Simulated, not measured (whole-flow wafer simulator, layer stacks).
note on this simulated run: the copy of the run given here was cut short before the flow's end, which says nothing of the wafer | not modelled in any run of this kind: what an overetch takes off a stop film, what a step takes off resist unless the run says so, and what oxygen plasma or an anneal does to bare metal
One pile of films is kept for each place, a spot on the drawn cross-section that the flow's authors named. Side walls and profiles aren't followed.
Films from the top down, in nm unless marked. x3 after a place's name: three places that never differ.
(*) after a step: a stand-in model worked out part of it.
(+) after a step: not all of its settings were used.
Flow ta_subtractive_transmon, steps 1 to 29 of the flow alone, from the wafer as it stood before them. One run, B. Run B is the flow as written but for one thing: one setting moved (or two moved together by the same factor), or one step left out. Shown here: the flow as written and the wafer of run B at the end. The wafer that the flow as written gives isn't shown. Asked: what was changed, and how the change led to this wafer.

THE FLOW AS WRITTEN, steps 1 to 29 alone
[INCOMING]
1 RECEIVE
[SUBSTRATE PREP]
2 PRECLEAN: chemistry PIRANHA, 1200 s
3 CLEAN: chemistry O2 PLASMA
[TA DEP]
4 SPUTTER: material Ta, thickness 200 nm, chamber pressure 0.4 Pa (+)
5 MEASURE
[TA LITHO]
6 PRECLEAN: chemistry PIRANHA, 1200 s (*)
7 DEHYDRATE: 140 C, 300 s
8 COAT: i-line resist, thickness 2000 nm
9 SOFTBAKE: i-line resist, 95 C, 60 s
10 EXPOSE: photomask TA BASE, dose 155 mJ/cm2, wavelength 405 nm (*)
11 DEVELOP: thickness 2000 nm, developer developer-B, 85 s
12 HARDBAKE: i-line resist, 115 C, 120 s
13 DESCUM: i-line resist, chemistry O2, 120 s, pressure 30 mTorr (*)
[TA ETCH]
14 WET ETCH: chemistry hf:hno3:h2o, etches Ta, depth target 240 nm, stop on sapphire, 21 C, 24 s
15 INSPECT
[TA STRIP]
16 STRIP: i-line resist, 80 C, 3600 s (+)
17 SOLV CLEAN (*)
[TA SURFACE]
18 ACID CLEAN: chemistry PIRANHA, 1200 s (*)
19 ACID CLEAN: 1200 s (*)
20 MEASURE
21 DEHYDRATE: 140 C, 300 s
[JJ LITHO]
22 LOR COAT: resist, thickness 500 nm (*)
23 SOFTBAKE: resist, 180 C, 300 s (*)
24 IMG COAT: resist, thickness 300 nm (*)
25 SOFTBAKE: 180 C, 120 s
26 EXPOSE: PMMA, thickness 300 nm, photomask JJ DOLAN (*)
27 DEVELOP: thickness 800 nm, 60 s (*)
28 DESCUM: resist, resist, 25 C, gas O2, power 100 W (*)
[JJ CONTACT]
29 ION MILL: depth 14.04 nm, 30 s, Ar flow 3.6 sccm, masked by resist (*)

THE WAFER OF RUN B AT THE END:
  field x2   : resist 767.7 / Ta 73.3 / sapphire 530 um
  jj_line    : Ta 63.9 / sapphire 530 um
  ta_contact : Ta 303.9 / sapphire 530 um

The cause: step 4, SPUTTER: thickness 313.6 nm was run, where the flow has thickness 200 nm.

How the change led to this, step by step:
  4 SPUTTER: material Ta, thickness 200 nm, chamber pressure 0.4 Pa (+)
      field x2, jj_line, lead, ta_contact, ta_pad: Ta +313.6 (new film) (as written it would be: Ta +200 (new film))
  14 WET ETCH: chemistry hf:hno3:h2o, etches Ta, depth target 240 nm, stop on sapphire, 21 C, 24 s
      field x2, jj_line, lead: Ta -240 (as written it would be: Ta -200 (all of it))
  22 LOR COAT: resist, thickness 500 nm (*)
      ta_contact: resist +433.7 (new film) (as written it would be: resist +443.8 (new film))
  29 ION MILL: depth 14.04 nm, 30 s, Ar flow 3.6 sccm, masked by resist (*)
      jj_line, lead: Ta -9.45 (as written it would be: sapphire -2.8)
Counting metal films that touch as one body, field x2 has 1 body; the flow as written gives 0 bodies.
Counting metal films that touch as one body, jj_line has 1 body; the flow as written gives 0 bodies.
